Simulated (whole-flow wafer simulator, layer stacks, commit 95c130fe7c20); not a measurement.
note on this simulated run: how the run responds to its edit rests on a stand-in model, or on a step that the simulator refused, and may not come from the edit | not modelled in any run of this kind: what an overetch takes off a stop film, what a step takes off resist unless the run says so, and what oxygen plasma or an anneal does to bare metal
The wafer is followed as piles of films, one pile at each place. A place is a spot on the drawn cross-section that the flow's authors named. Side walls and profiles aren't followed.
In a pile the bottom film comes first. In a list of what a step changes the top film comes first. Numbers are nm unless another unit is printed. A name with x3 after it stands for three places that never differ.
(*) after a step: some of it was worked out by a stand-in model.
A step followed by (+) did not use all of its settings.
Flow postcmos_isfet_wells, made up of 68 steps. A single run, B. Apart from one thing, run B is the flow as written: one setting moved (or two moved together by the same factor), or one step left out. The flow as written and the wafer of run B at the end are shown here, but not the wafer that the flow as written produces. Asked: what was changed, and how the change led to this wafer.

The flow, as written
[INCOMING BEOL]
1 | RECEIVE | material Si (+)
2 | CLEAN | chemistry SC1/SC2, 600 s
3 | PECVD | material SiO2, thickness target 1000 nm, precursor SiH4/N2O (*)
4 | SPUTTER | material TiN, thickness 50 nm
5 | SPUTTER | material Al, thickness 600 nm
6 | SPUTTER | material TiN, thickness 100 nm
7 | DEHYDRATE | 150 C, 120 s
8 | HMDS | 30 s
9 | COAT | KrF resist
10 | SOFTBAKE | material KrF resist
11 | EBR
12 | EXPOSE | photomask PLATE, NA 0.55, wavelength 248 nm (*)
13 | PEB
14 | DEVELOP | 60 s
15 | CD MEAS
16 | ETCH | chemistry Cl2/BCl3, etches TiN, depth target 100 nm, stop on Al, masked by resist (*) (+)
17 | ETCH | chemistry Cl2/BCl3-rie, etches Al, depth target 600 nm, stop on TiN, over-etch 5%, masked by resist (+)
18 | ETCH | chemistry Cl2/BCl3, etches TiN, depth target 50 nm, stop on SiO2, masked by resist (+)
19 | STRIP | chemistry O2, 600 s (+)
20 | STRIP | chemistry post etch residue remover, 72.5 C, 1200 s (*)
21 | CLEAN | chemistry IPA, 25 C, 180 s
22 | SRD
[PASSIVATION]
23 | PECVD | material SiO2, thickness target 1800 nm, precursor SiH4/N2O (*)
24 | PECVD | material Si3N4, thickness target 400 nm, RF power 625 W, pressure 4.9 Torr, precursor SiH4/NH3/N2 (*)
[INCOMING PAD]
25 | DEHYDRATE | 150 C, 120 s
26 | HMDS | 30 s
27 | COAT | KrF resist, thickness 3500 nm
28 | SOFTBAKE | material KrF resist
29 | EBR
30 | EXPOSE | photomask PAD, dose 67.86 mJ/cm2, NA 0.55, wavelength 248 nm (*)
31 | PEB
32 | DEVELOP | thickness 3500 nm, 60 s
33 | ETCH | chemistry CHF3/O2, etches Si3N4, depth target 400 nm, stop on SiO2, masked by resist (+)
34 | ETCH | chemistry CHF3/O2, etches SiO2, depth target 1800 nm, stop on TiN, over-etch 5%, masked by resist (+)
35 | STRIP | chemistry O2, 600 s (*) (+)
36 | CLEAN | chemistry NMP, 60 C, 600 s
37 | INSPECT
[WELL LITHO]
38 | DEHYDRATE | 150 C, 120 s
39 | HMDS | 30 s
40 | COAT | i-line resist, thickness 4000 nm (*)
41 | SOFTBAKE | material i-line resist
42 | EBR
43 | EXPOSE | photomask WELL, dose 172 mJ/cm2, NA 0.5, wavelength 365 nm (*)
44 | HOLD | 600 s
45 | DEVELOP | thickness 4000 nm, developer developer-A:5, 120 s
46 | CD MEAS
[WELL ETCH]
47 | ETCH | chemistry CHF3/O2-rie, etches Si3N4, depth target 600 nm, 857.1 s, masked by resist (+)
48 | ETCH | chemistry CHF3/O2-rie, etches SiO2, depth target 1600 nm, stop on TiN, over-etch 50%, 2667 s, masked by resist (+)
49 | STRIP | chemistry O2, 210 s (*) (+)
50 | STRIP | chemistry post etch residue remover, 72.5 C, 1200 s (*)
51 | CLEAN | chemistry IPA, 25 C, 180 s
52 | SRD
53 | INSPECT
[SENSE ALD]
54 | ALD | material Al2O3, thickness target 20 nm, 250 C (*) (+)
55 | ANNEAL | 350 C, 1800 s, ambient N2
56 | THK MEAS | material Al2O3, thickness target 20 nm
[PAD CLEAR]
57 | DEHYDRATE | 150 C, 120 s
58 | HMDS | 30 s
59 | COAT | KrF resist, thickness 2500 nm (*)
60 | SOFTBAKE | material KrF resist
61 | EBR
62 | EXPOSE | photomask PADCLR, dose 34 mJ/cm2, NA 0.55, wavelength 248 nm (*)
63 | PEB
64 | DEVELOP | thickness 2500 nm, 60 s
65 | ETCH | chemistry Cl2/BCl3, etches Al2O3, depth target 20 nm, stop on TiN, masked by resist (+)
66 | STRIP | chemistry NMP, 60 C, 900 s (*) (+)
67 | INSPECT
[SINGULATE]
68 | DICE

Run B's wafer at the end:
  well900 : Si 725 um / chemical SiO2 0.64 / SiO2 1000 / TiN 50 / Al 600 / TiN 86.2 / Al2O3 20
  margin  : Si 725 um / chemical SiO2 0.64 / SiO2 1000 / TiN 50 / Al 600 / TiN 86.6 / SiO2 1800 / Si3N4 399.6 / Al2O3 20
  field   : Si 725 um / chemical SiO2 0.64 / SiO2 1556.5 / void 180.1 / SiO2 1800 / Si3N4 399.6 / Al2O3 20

What caused this: step 6, SPUTTER: thickness 87 nm was run, while the flow as written has thickness 100 nm.

The path from the change to this, step by step:
  6 | SPUTTER | material TiN, thickness 100 nm
      field, margin, well900, well1300 x3, pad_rim, pad_clr, pad_open: TiN gains 87 (new film) (in the flow as written it would be: TiN gains 100 (new film))
  16 | ETCH | chemistry Cl2/BCl3, etches TiN, depth target 100 nm, stop on Al, masked by resist (*) (+)
      field: TiN loses 87 (all of it) (in the flow as written it would be: TiN loses 100 (all of it))
  23 | PECVD | material SiO2, thickness target 1800 nm, precursor SiH4/N2O (*)
      field: SiO2 gains 1800 (new film), void gains 180.1 (new film), SiO2 gains 556.5 (in the flow as written it would be: SiO2 gains 1800 (new film), void gains 189.9 (new film), SiO2 gains 559.7)
